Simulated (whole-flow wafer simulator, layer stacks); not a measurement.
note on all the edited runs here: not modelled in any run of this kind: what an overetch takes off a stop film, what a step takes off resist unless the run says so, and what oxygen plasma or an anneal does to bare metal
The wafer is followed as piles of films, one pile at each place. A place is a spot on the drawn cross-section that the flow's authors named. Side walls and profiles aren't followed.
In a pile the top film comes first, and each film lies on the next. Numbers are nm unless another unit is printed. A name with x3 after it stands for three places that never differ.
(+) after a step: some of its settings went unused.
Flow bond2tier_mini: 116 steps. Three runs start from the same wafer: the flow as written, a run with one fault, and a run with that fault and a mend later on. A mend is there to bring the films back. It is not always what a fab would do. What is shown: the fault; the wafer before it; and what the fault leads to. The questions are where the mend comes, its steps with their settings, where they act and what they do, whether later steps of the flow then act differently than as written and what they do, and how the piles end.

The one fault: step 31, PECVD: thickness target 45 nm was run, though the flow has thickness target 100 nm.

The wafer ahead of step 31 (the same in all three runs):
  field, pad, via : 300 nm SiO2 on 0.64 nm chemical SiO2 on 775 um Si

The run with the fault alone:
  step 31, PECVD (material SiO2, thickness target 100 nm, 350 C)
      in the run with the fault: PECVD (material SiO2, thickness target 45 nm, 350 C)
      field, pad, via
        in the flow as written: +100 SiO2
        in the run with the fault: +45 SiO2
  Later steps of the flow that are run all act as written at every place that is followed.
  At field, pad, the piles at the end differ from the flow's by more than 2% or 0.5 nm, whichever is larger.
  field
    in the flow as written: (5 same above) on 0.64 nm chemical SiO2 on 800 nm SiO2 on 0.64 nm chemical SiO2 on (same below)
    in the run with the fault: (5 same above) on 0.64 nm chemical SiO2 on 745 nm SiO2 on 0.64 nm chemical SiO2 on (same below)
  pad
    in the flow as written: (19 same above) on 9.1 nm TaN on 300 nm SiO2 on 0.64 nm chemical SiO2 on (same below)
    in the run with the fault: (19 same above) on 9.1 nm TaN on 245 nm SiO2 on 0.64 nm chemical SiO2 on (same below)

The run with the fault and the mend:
  The mend follows step 36.
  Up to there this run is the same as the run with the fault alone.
  step 36a, STRIP (chemistry O2, over-ash 100%) (+)
      field
        -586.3 KrF resist (all of it)
  step 36b, PECVD (material SiO2, thickness target 55 nm, 350 C) (the flow's step 31, run once more with other settings)
      field, pad, via
        +55 SiO2
  step 36c, COAT (KrF resist, thickness 600 nm) (the flow's step 32, run once more)
      field, pad, via
        +600 KrF resist (new film)
  step 36d, SOFTBAKE (KrF resist) (the flow's step 33, run once more)
      leaves every film unchanged at each place that is followed
  step 36e, EXPOSE (photomask APAD, NA 0.6) (the flow's step 34, run once more)
      leaves every film unchanged at each place that is followed
  step 36f, PEB (KrF resist) (the flow's step 35, run once more)
      leaves every film unchanged at each place that is followed
  step 36g, DEVELOP (developer TMAH-0.26N, 60 s) (the flow's step 36, run once more)
      pad, via
        -600 KrF resist (all of it)
      field
        -13.7 KrF resist
  Later steps of the flow that are run all act as written at every place that is followed.
  The piles end the same as the flow's at every place that both follow.
